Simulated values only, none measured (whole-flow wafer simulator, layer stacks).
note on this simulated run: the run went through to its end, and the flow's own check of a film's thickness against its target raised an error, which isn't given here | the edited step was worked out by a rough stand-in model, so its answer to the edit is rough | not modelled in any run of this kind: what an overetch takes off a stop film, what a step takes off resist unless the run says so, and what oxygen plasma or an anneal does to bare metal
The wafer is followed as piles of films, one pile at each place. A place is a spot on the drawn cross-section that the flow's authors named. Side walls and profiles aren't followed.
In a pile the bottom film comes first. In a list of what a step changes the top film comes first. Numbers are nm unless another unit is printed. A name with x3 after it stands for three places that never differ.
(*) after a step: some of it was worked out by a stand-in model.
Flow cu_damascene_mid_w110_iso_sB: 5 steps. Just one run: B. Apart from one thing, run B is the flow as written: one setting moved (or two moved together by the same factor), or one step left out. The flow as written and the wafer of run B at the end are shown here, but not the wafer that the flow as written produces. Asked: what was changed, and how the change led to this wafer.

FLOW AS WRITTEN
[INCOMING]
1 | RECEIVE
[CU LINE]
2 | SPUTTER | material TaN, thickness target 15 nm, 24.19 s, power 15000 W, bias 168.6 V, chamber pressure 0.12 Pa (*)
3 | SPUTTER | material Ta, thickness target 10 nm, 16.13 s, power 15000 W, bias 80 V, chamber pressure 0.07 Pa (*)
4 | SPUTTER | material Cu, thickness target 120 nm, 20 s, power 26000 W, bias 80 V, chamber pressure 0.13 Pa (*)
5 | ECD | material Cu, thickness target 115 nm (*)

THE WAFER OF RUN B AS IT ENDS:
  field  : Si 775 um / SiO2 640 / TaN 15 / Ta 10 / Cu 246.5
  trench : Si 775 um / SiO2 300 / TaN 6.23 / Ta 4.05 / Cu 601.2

What caused this: step 5, ECD: thickness target 126.5 nm was run, whereas the flow has thickness target 115 nm.

The path from the change to this, step by step:
  5 | ECD | material Cu, thickness target 115 nm (*)
      field: Cu gains 126.5 (in the flow as written it would be: Cu gains 115)
      trench: Cu gains 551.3 (in the flow as written it would be: Cu gains 539.8)
